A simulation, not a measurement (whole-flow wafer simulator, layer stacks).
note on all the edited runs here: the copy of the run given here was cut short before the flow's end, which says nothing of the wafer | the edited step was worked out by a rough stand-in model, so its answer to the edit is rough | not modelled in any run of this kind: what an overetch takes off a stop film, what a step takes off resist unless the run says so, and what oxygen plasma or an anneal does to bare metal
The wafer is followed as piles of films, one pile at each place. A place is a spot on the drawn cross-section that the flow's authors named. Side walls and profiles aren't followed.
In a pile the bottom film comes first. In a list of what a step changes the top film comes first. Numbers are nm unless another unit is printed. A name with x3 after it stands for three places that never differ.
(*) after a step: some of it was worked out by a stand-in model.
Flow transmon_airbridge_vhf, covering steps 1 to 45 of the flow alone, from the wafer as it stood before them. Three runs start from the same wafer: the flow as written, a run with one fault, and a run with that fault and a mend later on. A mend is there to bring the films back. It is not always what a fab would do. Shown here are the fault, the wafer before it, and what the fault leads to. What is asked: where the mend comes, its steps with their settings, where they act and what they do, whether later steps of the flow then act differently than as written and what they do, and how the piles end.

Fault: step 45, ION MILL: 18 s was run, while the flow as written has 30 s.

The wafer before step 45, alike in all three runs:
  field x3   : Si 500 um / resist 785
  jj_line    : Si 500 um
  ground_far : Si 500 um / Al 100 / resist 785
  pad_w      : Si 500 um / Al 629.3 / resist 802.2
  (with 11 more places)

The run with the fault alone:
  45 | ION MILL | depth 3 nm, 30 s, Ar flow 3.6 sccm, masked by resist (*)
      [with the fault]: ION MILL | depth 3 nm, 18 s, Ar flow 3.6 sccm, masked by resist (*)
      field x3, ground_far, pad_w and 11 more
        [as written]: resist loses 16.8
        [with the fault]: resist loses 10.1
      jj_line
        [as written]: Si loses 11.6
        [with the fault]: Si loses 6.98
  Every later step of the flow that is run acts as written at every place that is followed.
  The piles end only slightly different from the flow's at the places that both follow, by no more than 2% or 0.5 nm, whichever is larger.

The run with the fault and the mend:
  The mend stands after step 45.
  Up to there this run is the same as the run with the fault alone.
  45a | ION MILL | depth 3 nm, 12 s, Ar flow 3.6 sccm, masked by resist (*) (the flow's step 45, run once more with other settings)
      field x3, ground_far, pad_w and 11 more
        resist loses 6.71
      jj_line
        Si loses 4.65
  Every later step of the flow that is run acts as written at every place that is followed.
  By the end, the piles equal the flow's at every place that both follow.
